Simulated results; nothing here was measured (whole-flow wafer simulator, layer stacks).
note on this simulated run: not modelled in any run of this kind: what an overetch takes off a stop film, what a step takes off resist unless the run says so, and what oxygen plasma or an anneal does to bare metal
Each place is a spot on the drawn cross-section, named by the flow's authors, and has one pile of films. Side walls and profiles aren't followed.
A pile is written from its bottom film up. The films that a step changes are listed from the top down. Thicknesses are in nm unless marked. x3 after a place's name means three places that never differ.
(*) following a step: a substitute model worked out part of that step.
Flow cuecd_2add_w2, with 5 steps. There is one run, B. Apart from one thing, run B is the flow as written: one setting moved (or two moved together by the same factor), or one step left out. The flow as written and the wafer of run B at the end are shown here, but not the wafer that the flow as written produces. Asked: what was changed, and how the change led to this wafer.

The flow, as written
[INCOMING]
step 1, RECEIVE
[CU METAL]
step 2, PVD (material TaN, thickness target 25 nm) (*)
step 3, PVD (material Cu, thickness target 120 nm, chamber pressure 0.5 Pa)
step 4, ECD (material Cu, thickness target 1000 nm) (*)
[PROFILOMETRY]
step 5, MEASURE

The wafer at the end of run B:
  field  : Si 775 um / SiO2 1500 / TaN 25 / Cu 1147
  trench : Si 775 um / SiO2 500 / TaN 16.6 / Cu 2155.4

Cause: step 3, PVD: thickness target 147 nm was run, while the flow as written has thickness target 120 nm.

How this came from the change, step by step:
  step 3, PVD (material Cu, thickness target 120 nm, chamber pressure 0.5 Pa)
      field: +147 Cu (new film) (as written it would have been: +120 Cu (new film))
      trench: +98.8 Cu (new film) (as written it would have been: +80.8 Cu (new film))
